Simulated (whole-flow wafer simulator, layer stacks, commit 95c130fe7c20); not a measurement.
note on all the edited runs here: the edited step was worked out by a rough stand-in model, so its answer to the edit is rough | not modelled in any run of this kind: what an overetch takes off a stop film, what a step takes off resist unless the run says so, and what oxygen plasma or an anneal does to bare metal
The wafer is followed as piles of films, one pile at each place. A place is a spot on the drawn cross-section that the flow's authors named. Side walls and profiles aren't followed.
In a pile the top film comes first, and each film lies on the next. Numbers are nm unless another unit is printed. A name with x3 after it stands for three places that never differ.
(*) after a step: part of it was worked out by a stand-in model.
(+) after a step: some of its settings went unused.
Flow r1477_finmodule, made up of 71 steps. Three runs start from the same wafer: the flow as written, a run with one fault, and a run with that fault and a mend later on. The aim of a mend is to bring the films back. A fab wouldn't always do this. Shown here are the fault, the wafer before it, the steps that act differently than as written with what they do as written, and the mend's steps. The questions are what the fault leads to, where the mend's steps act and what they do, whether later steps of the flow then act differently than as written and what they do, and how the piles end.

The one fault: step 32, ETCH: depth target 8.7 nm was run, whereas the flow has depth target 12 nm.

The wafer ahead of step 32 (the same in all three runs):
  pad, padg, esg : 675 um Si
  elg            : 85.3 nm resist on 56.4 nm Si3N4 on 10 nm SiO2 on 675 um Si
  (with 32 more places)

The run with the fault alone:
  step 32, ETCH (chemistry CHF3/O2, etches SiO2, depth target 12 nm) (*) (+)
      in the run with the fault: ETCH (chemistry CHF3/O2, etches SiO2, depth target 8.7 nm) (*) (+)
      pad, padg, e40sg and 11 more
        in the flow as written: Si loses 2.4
        in the run with the fault: Si loses 1.74
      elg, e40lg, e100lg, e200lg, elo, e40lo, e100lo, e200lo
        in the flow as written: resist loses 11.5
        in the run with the fault: resist loses 8.34
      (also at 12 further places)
  Steps further on in the flow that do not act as written (not shown: 5 more steps that differ only slightly, by at most 2% or 0.5 nm, whichever is larger):
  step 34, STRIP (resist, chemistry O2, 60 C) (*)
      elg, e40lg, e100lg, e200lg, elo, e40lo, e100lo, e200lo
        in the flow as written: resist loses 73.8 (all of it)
        in the run with the fault: resist loses 76.9 (all of it)
  When the end is reached, the piles differ only a little from the flow's at the places that both follow, at most by 2% or 0.5 nm, whichever is larger.

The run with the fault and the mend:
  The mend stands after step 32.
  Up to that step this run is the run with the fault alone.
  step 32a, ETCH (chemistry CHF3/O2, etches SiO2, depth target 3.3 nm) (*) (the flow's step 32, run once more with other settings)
      pad, padg, e40sg and 11 more
        Si loses 0.66
      elg, e40lg, e100lg, e200lg, elo, e40lo, e100lo, e200lo
        resist loses 3.16
      s40sg_line, s45sg_line, s50sg_line, s40so_line, s45so_line, s50so_line
        SiO2 loses 3.3
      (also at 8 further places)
  Later steps of the flow that are run all act as written at every place that is followed, up to a difference of at most 2% or 0.5 nm, whichever is larger.
  When the end is reached, the piles differ only a little from the flow's at the places that both follow, at most by 2% or 0.5 nm, whichever is larger.
